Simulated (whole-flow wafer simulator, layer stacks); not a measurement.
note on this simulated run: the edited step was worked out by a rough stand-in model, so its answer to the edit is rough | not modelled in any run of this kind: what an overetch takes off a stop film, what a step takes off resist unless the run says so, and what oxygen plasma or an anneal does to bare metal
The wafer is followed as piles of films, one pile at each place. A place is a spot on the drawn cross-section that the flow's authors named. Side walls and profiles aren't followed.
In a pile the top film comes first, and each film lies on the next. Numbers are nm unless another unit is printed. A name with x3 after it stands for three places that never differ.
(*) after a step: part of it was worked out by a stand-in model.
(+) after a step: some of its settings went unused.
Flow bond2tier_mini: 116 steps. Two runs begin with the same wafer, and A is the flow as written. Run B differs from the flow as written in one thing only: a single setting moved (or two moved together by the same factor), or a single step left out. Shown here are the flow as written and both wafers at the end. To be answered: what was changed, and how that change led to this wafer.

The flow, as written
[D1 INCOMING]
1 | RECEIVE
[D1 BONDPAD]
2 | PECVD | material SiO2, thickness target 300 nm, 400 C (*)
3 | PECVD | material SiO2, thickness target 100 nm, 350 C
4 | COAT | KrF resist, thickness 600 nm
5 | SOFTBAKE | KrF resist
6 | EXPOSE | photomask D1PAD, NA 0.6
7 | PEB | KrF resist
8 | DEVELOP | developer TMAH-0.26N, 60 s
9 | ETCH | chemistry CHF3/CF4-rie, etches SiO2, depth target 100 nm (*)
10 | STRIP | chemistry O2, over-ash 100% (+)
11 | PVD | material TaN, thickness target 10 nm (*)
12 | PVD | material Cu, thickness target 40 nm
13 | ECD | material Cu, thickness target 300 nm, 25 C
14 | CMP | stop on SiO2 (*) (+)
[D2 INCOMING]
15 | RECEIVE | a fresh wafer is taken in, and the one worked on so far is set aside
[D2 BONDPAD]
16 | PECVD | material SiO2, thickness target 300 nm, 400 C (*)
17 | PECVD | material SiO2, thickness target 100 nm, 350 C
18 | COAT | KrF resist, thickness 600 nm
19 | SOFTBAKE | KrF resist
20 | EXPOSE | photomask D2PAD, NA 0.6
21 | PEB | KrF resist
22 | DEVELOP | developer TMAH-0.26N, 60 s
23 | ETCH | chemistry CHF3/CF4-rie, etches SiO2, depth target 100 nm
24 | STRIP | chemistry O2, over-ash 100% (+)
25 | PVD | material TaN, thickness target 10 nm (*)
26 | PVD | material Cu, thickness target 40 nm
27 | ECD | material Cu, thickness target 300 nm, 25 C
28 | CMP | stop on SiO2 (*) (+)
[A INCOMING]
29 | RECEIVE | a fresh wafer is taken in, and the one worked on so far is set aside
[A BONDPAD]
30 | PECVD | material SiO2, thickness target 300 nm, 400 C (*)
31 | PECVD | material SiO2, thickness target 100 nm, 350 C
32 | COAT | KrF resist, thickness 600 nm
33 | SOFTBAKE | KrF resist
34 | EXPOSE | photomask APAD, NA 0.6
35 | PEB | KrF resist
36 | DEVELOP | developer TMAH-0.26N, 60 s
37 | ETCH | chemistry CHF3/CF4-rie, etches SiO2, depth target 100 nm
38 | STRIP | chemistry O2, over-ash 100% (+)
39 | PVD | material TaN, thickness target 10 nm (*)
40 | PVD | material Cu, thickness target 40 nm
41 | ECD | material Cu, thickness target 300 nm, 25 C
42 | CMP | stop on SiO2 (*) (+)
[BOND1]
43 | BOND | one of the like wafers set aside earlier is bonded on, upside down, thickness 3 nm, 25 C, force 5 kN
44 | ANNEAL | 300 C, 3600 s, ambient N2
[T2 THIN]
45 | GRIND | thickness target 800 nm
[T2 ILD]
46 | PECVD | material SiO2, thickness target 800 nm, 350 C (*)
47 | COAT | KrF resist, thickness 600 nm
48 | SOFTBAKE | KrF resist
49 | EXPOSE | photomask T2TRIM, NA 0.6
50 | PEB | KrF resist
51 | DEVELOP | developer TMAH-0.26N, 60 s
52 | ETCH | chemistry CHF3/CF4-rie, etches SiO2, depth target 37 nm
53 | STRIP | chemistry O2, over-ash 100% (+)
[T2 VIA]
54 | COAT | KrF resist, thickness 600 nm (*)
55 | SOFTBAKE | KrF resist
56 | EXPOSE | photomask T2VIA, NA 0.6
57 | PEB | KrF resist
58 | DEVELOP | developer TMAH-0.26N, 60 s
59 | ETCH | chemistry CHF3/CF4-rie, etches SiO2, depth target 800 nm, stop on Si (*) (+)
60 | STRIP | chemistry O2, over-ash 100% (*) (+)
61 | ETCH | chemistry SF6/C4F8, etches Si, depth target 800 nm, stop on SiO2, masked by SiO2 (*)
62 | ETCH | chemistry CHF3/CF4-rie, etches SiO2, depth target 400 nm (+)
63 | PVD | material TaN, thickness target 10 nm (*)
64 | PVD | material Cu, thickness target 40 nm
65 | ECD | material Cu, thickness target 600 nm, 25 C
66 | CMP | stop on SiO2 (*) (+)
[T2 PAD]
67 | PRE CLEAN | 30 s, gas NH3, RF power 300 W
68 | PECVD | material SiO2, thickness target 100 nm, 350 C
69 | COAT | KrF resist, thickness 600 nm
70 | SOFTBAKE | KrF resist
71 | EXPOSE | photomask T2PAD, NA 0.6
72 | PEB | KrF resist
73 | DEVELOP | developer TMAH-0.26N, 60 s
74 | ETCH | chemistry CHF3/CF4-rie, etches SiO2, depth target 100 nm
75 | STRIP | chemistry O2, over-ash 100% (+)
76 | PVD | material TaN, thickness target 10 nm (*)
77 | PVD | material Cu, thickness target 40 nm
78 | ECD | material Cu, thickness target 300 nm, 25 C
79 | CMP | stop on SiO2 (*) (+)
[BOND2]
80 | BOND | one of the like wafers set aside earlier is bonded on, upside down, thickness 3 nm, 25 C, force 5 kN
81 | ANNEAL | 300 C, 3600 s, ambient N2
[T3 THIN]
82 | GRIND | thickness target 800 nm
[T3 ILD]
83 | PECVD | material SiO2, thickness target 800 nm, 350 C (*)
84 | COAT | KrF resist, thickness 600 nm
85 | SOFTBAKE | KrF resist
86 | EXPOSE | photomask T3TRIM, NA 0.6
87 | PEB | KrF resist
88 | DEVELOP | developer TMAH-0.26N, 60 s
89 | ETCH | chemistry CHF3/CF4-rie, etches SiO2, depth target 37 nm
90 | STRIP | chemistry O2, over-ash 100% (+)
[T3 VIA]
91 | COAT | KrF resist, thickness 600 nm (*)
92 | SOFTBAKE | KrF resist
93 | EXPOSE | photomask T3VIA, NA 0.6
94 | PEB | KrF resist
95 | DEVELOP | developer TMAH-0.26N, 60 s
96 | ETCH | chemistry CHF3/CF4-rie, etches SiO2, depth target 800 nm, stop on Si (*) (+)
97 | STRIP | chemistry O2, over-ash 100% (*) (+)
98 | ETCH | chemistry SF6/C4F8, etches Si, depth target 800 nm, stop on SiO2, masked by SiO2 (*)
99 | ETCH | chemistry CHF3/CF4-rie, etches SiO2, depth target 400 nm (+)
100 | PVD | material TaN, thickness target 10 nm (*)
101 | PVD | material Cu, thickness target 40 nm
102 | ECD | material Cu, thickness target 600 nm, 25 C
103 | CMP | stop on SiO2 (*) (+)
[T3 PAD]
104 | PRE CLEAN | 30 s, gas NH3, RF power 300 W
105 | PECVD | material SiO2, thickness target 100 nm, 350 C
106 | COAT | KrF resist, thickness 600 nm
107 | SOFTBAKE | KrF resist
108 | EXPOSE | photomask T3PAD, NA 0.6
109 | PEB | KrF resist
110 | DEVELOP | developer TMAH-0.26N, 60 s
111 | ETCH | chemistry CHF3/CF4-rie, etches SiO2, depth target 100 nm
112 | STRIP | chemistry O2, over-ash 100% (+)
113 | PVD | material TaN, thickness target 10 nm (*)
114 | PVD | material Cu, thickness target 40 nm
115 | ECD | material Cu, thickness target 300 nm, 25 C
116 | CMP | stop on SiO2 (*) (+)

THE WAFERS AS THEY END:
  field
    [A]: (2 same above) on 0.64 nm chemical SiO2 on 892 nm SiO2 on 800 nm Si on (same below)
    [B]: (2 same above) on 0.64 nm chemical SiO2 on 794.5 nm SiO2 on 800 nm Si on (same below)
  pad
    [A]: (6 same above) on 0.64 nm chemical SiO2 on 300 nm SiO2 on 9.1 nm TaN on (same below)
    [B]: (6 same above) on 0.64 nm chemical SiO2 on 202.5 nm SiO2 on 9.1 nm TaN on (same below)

What caused this: step 16, PECVD: thickness target 202.5 nm was run, though the flow has thickness target 300 nm.
One can read it off the wafer: pad has SiO2 202.5, and step 16 as written asks for 300 nm.

How this came from the change, step by step:
  16 | PECVD | material SiO2, thickness target 300 nm, 400 C (*)
      field, pad, via: A +300 SiO2 (new film) | B +202.5 SiO2 (new film)
  80 | BOND | one of the like wafers set aside earlier is bonded on, upside down, thickness 3 nm, 25 C, force 5 kN
      field: A +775 um Si (new film), +0.64 chemical SiO2 (new film), +400 SiO2 | B +775 um Si (new film), +0.64 chemical SiO2 (new film), +302.5 SiO2
      pad: A +775 um Si (new film), +0.64 chemical SiO2 (new film), +300 SiO2 (new film), +9.1 TaN (new film), +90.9 Cu | B +775 um Si (new film), +0.64 chemical SiO2 (new film), +202.5 SiO2 (new film), +9.1 TaN (new film), +90.9 Cu
